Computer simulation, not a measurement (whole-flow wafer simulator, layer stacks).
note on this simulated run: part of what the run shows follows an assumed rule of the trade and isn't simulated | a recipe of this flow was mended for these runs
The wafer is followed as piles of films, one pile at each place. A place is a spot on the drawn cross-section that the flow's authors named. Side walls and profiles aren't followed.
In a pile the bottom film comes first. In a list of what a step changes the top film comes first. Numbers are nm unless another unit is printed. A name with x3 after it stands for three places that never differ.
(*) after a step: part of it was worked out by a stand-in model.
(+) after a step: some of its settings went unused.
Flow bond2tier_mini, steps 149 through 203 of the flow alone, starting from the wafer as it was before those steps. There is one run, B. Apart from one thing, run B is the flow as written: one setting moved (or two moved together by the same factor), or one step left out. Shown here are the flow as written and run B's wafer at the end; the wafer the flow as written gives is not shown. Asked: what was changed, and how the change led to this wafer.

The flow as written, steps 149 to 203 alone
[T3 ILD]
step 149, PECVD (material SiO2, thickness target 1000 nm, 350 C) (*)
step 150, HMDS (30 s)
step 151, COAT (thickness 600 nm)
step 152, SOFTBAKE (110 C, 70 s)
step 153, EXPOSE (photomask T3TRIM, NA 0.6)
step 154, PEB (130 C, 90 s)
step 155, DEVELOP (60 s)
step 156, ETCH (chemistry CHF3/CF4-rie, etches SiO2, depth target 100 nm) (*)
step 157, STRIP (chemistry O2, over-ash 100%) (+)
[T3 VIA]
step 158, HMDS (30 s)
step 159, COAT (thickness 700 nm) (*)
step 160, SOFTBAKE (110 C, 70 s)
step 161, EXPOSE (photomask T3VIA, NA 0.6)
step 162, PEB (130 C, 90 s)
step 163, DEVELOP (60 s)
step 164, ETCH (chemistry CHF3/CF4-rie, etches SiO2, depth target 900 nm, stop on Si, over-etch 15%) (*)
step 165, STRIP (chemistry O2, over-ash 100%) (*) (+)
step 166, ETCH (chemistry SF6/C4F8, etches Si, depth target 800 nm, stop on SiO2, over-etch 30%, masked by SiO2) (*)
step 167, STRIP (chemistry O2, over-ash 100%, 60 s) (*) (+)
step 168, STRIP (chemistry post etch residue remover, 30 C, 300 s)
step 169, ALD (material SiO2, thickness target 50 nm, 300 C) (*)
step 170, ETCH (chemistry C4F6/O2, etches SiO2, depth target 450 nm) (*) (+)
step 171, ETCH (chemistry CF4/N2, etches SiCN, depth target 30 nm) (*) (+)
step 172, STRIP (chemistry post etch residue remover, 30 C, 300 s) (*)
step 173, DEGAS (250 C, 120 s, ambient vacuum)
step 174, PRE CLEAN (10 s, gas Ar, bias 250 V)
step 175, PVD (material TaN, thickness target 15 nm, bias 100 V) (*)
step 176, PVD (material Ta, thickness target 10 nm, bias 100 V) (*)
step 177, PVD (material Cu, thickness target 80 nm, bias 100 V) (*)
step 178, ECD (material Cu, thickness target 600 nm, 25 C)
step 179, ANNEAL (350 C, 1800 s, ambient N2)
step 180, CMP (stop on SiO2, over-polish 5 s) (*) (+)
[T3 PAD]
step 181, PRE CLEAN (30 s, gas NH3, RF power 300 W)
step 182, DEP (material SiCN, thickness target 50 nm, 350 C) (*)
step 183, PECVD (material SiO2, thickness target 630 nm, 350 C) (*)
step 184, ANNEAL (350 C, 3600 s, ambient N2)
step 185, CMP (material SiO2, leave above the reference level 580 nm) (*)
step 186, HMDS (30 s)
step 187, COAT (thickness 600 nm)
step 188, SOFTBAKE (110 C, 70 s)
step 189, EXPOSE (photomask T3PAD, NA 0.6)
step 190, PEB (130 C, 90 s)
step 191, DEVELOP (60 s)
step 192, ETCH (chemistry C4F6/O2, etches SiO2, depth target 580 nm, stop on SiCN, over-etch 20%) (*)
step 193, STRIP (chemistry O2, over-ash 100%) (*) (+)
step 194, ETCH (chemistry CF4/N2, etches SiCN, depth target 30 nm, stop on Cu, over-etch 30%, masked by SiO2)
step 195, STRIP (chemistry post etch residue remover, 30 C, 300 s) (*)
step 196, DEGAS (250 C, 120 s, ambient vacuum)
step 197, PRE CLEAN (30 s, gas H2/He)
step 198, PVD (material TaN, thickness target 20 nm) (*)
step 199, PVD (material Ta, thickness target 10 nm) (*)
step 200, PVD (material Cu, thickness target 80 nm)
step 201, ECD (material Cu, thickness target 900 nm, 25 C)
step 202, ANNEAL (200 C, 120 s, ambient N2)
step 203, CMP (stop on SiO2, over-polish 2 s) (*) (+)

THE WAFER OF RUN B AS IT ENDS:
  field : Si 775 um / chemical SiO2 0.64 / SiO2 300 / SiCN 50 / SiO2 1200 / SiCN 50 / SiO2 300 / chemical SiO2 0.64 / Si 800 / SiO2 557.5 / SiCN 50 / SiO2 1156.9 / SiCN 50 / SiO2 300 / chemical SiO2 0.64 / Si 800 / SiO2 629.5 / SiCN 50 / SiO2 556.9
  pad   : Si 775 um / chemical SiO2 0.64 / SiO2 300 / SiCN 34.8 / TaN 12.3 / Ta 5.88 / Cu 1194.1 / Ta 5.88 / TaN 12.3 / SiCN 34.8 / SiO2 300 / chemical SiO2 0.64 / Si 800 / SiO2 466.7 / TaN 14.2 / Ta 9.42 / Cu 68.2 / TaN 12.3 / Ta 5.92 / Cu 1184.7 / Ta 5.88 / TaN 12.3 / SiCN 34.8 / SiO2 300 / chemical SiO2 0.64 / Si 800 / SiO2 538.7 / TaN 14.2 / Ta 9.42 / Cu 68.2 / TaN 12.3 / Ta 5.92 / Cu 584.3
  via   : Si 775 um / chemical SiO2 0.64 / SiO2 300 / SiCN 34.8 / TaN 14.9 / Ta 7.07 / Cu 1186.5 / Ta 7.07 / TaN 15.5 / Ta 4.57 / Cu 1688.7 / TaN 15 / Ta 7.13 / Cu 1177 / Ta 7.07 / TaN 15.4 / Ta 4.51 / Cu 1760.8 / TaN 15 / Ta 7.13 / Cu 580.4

Cause: step 149, PECVD: thickness target 1072 nm was run, whereas the flow has thickness target 1000 nm.

Step by step, how the change led to this:
  step 149, PECVD (material SiO2, thickness target 1000 nm, 350 C) (*)
      field, pad, via: SiO2 gains 1072 (new film) (it would be, as written: SiO2 gains 1000 (new film))
  step 164, ETCH (chemistry CHF3/CF4-rie, etches SiO2, depth target 900 nm, stop on Si, over-etch 15%) (*)
      via: SiO2 loses 972 (all of it), Si loses 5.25 (it would be, as written: SiO2 loses 900 (all of it), Si loses 11.2)
  step 178, ECD (material Cu, thickness target 600 nm, 25 C)
      via: Cu gains 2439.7 (it would be, as written: Cu gains 2367)
